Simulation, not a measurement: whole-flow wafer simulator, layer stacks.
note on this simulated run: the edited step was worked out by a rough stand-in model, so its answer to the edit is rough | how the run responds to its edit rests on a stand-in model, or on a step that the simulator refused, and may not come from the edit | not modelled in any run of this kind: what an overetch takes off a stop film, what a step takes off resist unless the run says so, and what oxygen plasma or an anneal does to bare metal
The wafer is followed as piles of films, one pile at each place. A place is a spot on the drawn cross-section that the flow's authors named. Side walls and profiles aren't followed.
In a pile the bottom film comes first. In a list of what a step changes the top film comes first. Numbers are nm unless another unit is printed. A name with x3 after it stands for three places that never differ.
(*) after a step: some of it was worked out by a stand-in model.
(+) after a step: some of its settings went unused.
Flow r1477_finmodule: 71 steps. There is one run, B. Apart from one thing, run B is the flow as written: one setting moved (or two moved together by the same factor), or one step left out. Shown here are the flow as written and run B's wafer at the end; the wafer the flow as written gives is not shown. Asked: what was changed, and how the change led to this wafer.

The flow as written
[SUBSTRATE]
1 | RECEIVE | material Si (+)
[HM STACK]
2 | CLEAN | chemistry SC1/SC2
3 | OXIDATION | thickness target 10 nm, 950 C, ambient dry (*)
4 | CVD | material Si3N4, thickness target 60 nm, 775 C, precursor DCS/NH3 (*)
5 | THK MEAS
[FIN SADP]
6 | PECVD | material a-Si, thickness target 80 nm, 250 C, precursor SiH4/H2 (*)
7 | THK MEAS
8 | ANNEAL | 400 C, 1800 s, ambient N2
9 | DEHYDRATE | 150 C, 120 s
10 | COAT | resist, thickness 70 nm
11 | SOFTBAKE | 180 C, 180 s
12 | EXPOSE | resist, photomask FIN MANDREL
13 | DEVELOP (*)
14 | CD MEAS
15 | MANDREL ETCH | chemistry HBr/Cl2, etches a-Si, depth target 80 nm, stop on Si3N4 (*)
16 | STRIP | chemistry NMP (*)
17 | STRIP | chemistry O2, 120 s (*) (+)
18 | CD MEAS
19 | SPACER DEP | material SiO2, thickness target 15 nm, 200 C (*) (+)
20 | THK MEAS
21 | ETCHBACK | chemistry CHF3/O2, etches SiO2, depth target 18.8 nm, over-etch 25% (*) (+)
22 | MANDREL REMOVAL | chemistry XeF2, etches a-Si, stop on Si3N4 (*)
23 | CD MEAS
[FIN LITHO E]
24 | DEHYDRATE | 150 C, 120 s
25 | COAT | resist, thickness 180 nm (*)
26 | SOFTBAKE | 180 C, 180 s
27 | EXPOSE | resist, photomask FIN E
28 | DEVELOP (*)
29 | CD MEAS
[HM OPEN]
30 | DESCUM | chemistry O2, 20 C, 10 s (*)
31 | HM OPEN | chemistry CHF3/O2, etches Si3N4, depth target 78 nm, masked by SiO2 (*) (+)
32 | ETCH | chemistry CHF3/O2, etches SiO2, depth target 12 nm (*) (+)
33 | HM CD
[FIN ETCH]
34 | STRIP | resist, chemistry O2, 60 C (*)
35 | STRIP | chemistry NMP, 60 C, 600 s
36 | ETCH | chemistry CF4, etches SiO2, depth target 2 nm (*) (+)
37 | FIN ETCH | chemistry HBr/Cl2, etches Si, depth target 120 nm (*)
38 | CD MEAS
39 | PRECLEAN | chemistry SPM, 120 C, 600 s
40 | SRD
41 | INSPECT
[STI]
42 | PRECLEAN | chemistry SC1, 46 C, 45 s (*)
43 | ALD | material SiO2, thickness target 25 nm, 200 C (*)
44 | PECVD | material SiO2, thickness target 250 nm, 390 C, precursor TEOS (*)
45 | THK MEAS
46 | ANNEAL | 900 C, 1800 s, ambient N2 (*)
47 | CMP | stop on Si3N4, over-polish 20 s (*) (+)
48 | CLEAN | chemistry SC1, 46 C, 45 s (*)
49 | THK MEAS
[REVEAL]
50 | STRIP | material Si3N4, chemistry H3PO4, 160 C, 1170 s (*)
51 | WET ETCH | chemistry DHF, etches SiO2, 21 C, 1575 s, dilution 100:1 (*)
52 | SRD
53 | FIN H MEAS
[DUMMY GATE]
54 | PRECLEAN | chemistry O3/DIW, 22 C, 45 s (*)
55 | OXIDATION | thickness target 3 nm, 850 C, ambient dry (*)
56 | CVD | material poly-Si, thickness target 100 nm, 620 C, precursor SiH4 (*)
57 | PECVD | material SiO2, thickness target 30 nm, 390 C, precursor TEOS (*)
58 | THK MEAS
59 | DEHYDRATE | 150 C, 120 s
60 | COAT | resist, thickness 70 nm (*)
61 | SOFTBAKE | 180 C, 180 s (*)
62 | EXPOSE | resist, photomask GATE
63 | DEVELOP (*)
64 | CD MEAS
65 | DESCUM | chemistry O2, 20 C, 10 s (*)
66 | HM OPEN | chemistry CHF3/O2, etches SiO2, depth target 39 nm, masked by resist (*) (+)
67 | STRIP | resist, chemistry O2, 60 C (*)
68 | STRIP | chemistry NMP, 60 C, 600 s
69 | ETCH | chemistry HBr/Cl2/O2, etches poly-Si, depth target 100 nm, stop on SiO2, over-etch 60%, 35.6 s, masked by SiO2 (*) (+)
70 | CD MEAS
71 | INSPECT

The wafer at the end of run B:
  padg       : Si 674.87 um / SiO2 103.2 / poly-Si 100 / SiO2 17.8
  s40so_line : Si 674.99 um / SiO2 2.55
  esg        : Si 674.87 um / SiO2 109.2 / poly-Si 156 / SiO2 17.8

Cause: step 57, PECVD: thickness target 23.1 nm was run, whereas the flow has thickness target 30 nm.

Step by step, how the change led to this:
  57 | PECVD | material SiO2, thickness target 30 nm, 390 C, precursor TEOS (*)
      pad, padg, elg and 33 more: +23.1 SiO2 (new film) (in the flow as written it would be: +30 SiO2 (new film))
  66 | HM OPEN | chemistry CHF3/O2, etches SiO2, depth target 39 nm, masked by resist (*) (+)
      pad, elo, eso and 15 more: -23.1 SiO2 (all of it), -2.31 poly-Si (in the flow as written it would be: -30 SiO2 (all of it), -1.8 poly-Si)
      padg, elg, esg and 15 more: -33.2 resist (in the flow as written it would be: -37.4 resist)
  67 | STRIP | resist, chemistry O2, 60 C (*)
      padg, elg, esg: -20.1 resist (all of it) (in the flow as written it would be: -15.9 resist (all of it))
      e40lg, e100lg, e200lg: -16.9 resist (all of it) (in the flow as written it would be: -12.8 resist (all of it))
      (and at 12 other places as well)
